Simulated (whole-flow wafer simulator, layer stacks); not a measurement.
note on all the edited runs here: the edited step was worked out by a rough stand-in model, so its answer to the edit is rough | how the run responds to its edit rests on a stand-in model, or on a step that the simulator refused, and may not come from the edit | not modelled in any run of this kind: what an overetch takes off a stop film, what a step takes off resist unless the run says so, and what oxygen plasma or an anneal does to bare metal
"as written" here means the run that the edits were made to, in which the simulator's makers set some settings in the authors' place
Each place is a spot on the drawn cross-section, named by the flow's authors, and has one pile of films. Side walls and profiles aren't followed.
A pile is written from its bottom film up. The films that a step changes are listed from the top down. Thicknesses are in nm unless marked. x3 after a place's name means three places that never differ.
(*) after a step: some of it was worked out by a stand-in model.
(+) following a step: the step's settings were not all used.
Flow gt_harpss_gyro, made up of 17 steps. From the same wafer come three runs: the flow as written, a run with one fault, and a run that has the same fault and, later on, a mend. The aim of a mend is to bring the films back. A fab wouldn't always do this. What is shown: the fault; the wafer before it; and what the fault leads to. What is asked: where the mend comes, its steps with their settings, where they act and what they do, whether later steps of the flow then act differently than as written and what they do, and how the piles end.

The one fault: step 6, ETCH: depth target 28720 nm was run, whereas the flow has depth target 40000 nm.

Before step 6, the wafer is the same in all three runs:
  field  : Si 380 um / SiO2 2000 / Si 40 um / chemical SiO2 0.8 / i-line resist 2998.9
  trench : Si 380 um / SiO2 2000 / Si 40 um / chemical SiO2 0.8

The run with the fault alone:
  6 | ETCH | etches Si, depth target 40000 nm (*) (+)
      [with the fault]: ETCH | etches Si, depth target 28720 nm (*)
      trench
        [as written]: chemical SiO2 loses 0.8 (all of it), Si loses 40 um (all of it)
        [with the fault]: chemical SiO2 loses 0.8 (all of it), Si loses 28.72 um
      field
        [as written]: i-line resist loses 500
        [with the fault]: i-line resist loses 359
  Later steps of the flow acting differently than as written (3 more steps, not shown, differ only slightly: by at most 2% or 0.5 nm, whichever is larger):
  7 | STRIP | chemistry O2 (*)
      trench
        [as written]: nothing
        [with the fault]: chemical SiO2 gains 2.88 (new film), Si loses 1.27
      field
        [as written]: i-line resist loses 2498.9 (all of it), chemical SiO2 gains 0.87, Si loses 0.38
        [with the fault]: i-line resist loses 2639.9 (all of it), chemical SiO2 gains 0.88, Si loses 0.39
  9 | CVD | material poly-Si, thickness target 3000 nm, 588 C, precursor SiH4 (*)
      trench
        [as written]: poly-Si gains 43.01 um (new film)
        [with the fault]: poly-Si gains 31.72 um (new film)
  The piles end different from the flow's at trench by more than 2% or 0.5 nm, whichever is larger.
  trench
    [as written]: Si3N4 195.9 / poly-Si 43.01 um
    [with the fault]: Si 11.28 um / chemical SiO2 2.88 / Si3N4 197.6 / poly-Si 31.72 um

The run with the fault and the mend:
  After step 6 comes the mend.
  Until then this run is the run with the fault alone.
  6a | ETCH | etches Si, depth target 11280 nm (*) (+) (the flow's step 6, run once more with other settings)
      field
        i-line resist loses 141
      trench
        Si loses 11.28 um (all of it)
  None of the later steps of the flow acts differently than as written at any place that is followed.
  By the end, the piles equal the flow's at every place that both follow.
